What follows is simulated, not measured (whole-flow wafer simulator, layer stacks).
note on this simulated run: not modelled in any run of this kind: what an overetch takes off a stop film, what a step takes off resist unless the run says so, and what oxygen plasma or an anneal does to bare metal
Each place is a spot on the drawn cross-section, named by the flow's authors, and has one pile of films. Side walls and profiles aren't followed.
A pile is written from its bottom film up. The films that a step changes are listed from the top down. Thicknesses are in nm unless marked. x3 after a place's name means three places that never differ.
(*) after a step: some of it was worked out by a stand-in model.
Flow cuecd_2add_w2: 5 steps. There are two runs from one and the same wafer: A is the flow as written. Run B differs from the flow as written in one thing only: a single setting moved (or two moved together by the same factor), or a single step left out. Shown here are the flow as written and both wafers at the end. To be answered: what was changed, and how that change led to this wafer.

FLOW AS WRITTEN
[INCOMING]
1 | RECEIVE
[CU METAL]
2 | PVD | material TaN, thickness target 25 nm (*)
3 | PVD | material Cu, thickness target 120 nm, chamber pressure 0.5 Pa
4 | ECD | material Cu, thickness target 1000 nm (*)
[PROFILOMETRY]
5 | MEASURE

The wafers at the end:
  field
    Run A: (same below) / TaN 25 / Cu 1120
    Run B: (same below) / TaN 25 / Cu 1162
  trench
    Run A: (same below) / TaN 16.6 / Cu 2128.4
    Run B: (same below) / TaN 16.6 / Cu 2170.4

What caused this: step 3, PVD: thickness target 162 nm was run, whereas the flow has thickness target 120 nm.

How this came from the change, step by step:
  3 | PVD | material Cu, thickness target 120 nm, chamber pressure 0.5 Pa
      field: A +120 Cu (new film) | B +162 Cu (new film)
      trench: A +80.8 Cu (new film) | B +108.8 Cu (new film)
